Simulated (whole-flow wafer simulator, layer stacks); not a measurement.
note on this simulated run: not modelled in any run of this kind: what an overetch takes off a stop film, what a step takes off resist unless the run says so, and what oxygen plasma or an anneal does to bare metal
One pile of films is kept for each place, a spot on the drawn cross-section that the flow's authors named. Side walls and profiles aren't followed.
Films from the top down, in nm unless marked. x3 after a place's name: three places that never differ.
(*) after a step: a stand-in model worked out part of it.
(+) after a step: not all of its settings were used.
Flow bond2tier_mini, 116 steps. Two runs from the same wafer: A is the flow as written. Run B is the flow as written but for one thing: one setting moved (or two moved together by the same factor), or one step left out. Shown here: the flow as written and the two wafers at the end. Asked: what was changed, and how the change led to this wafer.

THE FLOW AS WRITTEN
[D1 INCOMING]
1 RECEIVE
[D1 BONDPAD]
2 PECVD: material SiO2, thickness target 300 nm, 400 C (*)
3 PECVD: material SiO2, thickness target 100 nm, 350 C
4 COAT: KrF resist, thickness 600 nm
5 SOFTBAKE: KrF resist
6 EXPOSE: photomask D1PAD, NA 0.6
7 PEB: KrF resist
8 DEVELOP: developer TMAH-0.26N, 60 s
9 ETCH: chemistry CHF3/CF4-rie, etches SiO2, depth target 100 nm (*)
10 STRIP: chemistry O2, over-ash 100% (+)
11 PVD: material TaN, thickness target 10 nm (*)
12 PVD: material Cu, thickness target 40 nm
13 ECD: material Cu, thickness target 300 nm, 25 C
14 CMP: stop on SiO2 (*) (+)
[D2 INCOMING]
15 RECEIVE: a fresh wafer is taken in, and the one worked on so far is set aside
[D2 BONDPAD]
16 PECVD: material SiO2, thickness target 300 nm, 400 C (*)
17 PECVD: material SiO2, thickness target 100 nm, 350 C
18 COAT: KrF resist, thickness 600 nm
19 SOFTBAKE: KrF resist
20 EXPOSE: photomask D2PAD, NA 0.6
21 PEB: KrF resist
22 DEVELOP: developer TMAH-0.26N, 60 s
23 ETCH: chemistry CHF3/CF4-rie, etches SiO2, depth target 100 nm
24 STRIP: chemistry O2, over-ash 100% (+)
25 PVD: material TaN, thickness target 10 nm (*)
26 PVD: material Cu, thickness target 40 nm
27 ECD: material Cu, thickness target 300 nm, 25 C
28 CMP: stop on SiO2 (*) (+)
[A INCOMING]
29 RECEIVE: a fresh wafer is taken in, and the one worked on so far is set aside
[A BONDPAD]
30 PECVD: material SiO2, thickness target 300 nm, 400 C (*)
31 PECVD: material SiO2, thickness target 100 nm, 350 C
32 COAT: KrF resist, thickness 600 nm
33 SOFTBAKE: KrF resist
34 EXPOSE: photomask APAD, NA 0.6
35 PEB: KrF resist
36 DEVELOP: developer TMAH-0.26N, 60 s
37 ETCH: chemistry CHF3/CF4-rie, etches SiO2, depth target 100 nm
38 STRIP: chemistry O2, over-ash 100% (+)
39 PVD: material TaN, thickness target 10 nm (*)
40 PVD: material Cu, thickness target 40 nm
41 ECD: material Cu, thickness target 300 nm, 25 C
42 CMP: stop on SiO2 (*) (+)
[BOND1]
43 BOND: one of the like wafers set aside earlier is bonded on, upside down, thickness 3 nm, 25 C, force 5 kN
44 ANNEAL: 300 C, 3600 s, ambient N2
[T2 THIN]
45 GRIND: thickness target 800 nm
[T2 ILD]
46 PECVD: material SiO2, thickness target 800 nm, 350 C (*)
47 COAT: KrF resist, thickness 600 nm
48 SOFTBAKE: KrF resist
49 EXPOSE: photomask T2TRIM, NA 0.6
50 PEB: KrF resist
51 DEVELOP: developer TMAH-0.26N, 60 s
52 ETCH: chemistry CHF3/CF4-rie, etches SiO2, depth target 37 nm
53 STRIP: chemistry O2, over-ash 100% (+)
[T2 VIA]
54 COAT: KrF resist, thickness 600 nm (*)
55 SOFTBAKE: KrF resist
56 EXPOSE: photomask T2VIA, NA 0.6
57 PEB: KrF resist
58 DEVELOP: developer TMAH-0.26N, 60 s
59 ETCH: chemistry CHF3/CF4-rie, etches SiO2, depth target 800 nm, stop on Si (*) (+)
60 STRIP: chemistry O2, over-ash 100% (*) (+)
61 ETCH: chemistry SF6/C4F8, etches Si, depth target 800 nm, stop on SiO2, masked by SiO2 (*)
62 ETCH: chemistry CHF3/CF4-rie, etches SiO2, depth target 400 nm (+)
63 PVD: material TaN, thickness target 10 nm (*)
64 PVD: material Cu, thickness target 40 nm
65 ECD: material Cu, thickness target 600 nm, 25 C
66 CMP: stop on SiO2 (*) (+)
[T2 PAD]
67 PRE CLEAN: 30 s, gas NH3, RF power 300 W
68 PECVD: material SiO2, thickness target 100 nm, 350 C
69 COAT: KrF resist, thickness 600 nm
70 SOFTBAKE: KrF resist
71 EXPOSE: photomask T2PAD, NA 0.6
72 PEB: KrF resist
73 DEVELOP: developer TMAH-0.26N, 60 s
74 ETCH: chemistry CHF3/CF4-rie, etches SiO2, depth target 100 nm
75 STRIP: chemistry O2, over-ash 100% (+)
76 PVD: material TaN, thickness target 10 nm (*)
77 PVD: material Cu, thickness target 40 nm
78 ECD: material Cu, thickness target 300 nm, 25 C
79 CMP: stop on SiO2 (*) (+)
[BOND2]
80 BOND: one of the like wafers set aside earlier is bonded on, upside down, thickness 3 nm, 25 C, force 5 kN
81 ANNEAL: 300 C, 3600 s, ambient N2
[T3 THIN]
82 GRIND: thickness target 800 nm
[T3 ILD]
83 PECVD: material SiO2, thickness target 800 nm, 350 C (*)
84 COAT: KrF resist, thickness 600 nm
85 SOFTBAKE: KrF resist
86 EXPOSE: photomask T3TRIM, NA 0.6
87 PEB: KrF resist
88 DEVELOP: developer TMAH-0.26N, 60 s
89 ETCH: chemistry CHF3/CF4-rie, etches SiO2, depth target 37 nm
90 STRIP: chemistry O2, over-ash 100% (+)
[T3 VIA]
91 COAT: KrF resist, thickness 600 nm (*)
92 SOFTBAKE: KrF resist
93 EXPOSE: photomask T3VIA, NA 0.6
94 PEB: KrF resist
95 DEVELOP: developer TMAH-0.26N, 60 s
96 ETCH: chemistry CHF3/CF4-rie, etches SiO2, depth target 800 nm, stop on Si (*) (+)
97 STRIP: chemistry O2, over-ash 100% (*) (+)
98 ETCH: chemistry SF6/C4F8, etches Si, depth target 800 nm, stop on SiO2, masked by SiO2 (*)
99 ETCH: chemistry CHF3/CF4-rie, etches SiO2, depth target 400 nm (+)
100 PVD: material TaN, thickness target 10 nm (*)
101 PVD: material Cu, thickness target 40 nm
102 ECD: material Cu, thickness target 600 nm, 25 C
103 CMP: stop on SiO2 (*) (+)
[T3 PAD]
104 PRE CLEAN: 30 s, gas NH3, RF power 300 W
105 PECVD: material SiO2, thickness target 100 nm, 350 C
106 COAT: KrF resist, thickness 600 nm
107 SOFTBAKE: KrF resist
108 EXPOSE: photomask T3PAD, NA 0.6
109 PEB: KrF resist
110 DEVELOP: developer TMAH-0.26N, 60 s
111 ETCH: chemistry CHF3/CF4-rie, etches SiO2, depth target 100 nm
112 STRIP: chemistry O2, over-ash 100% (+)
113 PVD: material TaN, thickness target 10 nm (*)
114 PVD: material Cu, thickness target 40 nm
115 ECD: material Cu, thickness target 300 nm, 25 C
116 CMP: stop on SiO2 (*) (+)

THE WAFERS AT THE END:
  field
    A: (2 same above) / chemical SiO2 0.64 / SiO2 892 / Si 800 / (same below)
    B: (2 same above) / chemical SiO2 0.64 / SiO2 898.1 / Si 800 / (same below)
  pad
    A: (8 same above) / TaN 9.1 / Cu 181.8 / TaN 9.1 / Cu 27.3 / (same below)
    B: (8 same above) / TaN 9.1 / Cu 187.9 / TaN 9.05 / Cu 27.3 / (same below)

The cause: step 68, PECVD: thickness target 106.1 nm was run, where the flow has thickness target 100 nm; step 74, ETCH: depth target 106.1 nm was run, where the flow has depth target 100 nm.

How the change led to this, step by step:
  68 PECVD: material SiO2, thickness target 100 nm, 350 C
      field: A SiO2 +100 | B SiO2 +106.1
      pad: A SiO2 +100 (new film) | B SiO2 +106.1 (new film)
  74 ETCH: chemistry CHF3/CF4-rie, etches SiO2, depth target 100 nm
      field: A KrF resist -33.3 | B KrF resist -35.4
      pad: A SiO2 -100 (all of it) | B SiO2 -106.1 (all of it)
